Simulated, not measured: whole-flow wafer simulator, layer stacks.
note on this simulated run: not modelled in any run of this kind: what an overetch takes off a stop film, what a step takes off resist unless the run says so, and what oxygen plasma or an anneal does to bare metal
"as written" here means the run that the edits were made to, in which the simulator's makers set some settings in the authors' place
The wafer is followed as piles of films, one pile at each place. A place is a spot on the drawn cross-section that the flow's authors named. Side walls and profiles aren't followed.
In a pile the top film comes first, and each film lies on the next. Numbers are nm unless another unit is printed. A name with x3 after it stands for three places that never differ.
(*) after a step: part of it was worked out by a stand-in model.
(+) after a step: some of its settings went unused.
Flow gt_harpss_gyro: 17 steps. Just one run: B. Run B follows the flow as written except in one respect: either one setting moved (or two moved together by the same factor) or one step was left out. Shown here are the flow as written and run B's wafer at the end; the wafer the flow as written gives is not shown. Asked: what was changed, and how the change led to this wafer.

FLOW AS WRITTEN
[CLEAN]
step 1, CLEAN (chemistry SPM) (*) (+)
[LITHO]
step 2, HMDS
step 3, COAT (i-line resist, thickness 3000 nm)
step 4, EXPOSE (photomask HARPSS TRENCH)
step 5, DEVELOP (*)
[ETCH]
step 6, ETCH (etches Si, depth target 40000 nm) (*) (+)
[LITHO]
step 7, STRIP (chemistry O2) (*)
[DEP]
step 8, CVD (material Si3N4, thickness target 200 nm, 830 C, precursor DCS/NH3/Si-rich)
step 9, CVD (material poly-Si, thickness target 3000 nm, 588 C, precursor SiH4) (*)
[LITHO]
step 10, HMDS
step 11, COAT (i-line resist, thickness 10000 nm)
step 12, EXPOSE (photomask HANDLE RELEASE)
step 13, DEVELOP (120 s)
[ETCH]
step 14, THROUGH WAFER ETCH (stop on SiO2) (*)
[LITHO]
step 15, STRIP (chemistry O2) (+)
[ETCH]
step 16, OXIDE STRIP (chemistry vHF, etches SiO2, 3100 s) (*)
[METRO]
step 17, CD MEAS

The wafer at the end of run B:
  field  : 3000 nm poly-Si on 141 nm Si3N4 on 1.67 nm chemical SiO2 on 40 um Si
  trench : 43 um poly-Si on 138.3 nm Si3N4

Cause: step 8, CVD: thickness target 141 nm was run, though the flow has thickness target 200 nm.
The wafer lets one read it off: field has Si3N4 141, and step 8 as written asks for 200 nm.

How this came from the change, step by step:
  step 8, CVD (material Si3N4, thickness target 200 nm, 830 C, precursor DCS/NH3/Si-rich)
      field: +141 Si3N4 (new film) (in the flow as written it would be: +200 Si3N4 (new film))
      trench: +138.3 Si3N4 (new film) (in the flow as written it would be: +195.9 Si3N4 (new film))
  step 9, CVD (material poly-Si, thickness target 3000 nm, 588 C, precursor SiH4) (*)
      trench: +43 um poly-Si (new film) (in the flow as written it would be: +43.01 um poly-Si (new film))
